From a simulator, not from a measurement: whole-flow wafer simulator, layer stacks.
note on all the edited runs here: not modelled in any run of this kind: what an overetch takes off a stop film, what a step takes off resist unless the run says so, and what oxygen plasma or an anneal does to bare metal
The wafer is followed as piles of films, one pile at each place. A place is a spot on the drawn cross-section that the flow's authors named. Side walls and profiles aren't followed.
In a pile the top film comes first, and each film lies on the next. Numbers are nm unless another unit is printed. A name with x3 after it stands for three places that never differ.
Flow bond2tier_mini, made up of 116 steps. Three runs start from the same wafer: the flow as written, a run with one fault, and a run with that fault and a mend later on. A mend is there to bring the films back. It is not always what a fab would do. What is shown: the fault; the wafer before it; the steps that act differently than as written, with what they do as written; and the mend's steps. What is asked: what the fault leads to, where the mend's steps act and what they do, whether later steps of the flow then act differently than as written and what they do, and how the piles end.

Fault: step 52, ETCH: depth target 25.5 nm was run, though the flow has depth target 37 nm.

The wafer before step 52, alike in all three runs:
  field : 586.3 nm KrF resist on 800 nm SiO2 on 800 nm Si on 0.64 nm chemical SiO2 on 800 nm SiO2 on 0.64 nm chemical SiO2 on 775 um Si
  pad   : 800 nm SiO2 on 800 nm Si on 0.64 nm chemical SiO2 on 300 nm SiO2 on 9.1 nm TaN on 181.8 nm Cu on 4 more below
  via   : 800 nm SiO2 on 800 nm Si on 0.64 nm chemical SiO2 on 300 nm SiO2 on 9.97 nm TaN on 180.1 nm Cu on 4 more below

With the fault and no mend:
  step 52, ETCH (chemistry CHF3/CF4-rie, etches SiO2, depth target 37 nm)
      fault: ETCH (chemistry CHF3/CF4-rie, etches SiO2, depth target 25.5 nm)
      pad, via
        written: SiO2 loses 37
        fault: SiO2 loses 25.5
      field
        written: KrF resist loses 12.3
        fault: KrF resist loses 8.5
  Every later step of the flow that is run acts as written, at every place that is followed, to within 2% or 0.5 nm, whichever is larger.
  At pad, the piles at the end differ from the flow's by more than 2% or 0.5 nm, whichever is larger.
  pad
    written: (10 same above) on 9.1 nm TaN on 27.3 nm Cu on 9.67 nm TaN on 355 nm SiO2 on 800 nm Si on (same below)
    fault: (10 same above) on 9.1 nm TaN on 15.7 nm Cu on 9.77 nm TaN on 366.5 nm SiO2 on 800 nm Si on (same below)

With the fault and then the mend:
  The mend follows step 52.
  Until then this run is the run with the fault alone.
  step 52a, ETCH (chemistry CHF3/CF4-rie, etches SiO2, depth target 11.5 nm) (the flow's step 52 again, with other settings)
      pad, via
        SiO2 loses 11.5
      field
        KrF resist loses 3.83
  Every later step of the flow that is run acts as written at every place that is followed.
  The piles end the same as the flow's at every place that both follow.
